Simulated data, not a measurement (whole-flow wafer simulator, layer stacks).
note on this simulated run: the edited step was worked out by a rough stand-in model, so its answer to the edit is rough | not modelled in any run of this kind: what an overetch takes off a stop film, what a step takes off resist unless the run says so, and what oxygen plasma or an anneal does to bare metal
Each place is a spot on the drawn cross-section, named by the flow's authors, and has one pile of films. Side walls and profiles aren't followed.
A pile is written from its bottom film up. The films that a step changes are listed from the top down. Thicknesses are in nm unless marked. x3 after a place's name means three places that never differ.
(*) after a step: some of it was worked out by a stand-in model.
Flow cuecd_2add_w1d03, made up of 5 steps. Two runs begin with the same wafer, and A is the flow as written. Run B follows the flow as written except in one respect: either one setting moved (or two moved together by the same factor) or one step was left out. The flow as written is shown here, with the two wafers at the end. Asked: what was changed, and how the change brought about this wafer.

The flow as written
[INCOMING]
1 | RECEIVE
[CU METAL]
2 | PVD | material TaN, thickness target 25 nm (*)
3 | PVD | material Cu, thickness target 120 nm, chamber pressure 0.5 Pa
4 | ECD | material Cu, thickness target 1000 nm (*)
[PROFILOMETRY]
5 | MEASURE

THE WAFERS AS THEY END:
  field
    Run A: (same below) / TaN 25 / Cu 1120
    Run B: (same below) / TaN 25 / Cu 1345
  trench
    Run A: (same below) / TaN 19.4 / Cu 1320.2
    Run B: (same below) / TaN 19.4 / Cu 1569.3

Cause: step 4, ECD: thickness target 1225 nm was run, while the flow as written has thickness target 1000 nm.

How this came from the change, step by step:
  4 | ECD | material Cu, thickness target 1000 nm (*)
      field: A Cu gains 1000 | B Cu gains 1225
      trench: A Cu gains 1226.8 | B Cu gains 1475.9
